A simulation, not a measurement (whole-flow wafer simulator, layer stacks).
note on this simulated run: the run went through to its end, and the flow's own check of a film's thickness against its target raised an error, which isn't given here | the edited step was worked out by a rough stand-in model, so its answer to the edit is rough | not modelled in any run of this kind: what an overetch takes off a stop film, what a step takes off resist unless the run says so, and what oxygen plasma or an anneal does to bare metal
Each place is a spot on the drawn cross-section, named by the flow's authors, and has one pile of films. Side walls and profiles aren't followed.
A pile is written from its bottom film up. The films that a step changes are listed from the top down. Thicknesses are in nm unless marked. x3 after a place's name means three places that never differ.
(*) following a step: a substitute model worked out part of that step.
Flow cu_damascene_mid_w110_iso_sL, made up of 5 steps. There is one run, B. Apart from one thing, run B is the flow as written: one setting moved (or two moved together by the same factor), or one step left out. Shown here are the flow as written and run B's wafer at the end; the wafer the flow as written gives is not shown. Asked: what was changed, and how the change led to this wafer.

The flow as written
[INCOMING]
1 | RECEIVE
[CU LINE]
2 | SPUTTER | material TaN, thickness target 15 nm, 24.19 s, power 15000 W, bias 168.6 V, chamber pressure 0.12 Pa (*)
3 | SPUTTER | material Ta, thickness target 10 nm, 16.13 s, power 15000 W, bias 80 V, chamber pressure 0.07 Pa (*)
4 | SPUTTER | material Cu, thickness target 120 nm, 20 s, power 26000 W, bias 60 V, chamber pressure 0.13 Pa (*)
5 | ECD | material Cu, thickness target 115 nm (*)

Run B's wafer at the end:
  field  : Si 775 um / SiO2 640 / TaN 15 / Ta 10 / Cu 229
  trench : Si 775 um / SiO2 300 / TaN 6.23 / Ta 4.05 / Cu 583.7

What caused this: step 4, SPUTTER: thickness target 114 nm was run, though the flow has thickness target 120 nm; step 4, SPUTTER: 19 s was run, where the flow has 20 s.

How this came from the change, step by step:
  4 | SPUTTER | material Cu, thickness target 120 nm, 20 s, power 26000 W, bias 60 V, chamber pressure 0.13 Pa (*)
      field: Cu gains 114 (new film) (it would be, as written: Cu gains 120 (new film))
      trench: Cu gains 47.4 (new film) (it would be, as written: Cu gains 49.9 (new film))
